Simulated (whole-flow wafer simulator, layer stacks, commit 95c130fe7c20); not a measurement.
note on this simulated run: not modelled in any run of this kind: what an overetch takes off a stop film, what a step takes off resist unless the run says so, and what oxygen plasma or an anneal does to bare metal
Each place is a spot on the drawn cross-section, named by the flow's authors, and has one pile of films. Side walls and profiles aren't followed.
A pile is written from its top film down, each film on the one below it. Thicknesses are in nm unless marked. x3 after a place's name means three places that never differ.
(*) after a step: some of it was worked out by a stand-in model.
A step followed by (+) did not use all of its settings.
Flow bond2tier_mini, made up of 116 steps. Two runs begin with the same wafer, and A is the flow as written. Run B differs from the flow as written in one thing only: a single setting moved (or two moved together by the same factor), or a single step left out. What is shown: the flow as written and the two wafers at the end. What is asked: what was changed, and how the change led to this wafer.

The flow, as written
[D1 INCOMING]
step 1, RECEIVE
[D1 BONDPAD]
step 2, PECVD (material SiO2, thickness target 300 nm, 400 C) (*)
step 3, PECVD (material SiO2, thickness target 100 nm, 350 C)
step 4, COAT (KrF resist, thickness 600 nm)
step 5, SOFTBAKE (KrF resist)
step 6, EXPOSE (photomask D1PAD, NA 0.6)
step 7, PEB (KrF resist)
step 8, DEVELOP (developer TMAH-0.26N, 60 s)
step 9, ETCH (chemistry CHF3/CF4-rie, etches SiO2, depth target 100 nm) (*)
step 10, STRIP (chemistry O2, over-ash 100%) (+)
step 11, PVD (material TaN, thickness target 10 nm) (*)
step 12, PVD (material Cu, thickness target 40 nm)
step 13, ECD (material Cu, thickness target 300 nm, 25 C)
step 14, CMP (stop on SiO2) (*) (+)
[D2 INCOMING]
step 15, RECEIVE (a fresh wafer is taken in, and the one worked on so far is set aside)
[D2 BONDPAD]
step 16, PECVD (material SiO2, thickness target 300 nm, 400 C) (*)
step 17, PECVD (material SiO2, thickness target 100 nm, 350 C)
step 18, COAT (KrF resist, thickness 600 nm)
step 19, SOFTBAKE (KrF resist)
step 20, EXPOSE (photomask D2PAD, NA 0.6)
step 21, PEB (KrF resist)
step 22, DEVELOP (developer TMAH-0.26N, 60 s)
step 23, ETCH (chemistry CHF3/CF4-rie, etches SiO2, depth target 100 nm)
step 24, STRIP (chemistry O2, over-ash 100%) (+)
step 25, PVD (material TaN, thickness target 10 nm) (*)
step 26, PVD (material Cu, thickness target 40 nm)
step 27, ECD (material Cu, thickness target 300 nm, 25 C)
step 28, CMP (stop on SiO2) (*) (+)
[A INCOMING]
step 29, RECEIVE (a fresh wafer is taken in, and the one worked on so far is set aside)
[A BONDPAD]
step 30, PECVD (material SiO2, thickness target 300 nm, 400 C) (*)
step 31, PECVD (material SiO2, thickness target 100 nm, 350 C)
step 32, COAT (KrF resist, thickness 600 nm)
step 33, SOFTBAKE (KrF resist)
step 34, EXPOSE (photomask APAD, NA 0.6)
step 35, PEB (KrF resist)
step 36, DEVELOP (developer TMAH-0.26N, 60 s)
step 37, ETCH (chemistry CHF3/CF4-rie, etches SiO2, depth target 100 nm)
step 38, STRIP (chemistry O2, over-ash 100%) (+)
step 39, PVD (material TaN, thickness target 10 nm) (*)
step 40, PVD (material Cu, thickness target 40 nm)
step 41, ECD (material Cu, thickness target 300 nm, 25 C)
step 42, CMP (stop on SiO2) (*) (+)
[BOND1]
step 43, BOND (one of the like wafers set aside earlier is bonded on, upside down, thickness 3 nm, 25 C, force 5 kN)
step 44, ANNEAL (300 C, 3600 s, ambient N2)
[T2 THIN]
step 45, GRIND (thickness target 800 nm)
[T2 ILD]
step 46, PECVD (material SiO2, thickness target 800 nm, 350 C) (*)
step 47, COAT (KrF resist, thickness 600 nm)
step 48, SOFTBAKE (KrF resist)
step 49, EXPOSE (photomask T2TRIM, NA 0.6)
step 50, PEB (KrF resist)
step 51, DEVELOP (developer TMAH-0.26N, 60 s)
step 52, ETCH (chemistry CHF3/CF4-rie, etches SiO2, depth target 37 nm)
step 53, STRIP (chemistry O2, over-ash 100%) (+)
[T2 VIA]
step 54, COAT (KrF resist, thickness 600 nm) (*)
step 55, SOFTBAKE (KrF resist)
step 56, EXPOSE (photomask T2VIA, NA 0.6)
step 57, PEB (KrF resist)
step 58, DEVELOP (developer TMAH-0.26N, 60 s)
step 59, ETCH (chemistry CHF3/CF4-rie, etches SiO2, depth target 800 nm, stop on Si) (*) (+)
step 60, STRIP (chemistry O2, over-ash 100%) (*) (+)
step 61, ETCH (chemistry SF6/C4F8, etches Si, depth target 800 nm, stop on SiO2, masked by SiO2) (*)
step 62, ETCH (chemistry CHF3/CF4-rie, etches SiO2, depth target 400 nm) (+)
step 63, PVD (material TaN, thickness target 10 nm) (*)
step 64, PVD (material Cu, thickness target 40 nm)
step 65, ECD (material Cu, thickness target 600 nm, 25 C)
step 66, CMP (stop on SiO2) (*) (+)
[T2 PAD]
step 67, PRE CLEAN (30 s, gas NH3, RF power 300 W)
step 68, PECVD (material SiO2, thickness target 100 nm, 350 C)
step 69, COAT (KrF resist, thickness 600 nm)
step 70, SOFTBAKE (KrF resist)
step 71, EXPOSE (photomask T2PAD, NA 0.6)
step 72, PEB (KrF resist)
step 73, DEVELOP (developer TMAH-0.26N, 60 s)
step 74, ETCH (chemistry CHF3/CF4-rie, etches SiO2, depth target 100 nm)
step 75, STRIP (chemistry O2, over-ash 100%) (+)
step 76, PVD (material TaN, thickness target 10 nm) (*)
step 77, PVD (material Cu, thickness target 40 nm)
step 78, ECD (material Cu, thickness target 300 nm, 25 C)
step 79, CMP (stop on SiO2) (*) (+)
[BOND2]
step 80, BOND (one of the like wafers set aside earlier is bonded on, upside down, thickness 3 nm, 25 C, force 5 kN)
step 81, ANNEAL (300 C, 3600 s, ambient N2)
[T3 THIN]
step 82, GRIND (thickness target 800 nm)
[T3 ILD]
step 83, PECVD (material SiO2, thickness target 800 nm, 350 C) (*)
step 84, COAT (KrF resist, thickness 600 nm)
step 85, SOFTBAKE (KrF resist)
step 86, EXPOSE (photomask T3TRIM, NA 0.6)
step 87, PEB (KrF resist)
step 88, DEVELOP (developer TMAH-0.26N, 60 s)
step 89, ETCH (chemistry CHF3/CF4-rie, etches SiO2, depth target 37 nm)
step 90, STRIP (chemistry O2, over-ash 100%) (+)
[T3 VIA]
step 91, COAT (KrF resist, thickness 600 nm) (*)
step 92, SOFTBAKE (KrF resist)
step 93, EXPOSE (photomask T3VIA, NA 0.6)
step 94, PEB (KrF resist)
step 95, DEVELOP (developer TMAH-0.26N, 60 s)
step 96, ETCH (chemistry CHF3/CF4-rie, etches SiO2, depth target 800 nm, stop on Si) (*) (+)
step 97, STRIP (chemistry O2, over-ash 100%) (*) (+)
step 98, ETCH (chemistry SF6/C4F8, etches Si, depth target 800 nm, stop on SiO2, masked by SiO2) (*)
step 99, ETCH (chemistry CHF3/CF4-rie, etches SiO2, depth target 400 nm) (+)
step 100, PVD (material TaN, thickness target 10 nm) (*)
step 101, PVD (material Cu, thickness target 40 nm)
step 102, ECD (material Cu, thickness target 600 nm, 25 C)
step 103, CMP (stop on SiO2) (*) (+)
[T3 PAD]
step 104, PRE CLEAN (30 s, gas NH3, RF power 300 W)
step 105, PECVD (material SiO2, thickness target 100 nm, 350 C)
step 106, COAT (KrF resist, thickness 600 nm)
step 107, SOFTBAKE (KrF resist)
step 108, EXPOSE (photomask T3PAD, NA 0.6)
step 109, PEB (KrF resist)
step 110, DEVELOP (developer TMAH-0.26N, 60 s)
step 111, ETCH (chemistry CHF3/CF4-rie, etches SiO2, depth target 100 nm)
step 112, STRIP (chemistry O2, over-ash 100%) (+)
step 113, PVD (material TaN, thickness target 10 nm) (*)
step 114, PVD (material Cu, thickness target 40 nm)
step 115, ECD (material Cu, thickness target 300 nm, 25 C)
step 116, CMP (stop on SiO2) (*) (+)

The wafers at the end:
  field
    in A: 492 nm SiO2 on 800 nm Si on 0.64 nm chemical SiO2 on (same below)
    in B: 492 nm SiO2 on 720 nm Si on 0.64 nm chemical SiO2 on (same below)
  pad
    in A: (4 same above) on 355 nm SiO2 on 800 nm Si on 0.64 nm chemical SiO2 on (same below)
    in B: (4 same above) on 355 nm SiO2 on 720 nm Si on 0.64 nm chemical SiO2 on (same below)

What caused this: step 82, GRIND: thickness target 720 nm was run, while the flow as written has thickness target 800 nm; step 84, COAT: thickness 540 nm was run, where the flow has thickness 600 nm.
The wafer lets one read it off: field has Si 720, and step 82 as written asks for 800 nm.

How this came from the change, step by step:
  step 82, GRIND (thickness target 800 nm)
      field, pad: A Si loses 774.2 um | B Si loses 774.28 um
  step 84, COAT (KrF resist, thickness 600 nm)
      field, pad: A KrF resist gains 600 (new film) | B KrF resist gains 540 (new film)
  step 88, DEVELOP (developer TMAH-0.26N, 60 s)
      pad: A KrF resist loses 600 (all of it) | B KrF resist loses 540 (all of it)
  step 90, STRIP (chemistry O2, over-ash 100%) (+)
      field: A KrF resist loses 573.9 (all of it) | B KrF resist loses 513.9 (all of it)
